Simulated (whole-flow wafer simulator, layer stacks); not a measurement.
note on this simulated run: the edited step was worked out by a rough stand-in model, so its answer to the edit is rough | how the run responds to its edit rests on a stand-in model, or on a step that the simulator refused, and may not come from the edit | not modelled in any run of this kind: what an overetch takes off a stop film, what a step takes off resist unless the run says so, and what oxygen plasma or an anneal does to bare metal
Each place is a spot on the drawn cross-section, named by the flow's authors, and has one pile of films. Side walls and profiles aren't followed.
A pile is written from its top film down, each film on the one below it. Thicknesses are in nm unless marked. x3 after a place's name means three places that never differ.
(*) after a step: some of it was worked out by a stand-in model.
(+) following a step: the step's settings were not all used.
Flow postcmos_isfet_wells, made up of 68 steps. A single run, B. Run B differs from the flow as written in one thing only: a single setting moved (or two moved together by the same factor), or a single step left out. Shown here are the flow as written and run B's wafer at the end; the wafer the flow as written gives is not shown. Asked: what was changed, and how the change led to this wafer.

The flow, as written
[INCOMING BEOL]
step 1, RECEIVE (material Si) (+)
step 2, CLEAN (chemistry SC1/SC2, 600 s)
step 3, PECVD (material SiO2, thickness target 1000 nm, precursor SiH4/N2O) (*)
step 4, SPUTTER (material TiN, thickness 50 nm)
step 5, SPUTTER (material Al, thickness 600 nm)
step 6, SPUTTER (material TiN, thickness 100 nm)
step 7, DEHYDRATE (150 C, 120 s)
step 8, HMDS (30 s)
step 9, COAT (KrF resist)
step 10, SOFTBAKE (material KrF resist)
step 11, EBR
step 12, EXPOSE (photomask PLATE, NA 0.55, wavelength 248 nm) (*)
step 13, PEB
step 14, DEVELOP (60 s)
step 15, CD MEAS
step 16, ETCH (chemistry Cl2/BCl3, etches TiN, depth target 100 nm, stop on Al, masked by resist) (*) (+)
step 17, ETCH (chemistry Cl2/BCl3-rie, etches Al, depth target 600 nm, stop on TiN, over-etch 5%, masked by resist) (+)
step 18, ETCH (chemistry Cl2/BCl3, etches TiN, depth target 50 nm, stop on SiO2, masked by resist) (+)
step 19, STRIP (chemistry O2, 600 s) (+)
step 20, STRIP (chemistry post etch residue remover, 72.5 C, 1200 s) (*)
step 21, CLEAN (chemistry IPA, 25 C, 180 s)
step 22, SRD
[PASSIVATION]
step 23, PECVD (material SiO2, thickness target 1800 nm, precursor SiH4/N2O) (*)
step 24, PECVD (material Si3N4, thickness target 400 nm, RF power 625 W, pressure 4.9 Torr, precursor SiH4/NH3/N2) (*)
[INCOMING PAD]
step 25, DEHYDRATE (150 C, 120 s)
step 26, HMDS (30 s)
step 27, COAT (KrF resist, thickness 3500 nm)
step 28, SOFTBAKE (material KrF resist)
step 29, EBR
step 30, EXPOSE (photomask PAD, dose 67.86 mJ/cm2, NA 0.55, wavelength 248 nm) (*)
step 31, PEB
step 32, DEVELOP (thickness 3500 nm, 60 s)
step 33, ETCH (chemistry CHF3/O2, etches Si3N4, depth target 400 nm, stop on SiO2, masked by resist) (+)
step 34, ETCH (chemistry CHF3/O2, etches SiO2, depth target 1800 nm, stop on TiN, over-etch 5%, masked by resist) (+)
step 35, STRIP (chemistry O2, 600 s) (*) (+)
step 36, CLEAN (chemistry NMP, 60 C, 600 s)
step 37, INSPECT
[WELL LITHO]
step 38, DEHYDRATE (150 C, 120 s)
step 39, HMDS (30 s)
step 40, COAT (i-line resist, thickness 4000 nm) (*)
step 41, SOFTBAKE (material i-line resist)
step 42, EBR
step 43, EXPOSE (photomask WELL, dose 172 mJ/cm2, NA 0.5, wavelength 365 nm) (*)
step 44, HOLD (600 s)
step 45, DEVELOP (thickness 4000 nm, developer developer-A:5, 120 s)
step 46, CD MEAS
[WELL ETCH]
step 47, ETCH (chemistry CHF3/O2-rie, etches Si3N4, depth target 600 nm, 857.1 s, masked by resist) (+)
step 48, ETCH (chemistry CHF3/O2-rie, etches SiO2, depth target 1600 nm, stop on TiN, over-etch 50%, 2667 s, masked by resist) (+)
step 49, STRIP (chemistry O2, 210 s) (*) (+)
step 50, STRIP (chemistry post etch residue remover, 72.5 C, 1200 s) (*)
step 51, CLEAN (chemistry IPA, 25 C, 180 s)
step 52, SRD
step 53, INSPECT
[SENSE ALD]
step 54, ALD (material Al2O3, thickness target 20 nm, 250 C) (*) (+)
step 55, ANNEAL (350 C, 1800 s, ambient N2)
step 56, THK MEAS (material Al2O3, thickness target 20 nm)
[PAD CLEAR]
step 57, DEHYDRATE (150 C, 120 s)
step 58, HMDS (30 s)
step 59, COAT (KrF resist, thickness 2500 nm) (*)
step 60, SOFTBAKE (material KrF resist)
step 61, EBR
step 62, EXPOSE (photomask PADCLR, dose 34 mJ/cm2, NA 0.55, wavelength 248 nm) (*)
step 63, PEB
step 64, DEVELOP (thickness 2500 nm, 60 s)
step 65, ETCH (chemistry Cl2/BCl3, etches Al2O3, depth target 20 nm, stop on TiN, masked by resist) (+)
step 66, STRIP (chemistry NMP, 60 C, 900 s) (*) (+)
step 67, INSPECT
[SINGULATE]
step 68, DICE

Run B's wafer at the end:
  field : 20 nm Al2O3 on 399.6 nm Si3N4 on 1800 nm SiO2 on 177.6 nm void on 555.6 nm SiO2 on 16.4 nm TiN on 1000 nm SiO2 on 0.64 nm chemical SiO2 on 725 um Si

The reason: step 16, ETCH: depth target 75 nm was run, whereas the flow has depth target 100 nm.

How this came from the change, step by step:
  step 16, ETCH (chemistry Cl2/BCl3, etches TiN, depth target 100 nm, stop on Al, masked by resist) (*) (+)
      field: TiN loses 75 (it would be, as written: TiN loses 100 (all of it))
      margin, well900, well1300 x3, pad_rim, pad_clr, pad_open: KrF resist loses 30 (it would be, as written: KrF resist loses 40)
  step 17, ETCH (chemistry Cl2/BCl3-rie, etches Al, depth target 600 nm, stop on TiN, over-etch 5%, masked by resist) (+)
      field: TiN loses 25 (all of it), Al loses 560 (it would be, as written: Al loses 600 (all of it))
  step 18, ETCH (chemistry Cl2/BCl3, etches TiN, depth target 50 nm, stop on SiO2, masked by resist) (+)
      field: Al loses 40 (all of it), TiN loses 33.2 (it would be, as written: TiN loses 50 (all of it))
  step 23, PECVD (material SiO2, thickness target 1800 nm, precursor SiH4/N2O) (*)
      field: SiO2 gains 1800 (new film), void gains 177.6 (new film), SiO2 gains 555.6 (new film) (it would be, as written: SiO2 gains 1800 (new film), void gains 189.9 (new film), SiO2 gains 559.7)
With metal films that touch counted as one body, field has 1 body; the flow as written gives 0 bodies.
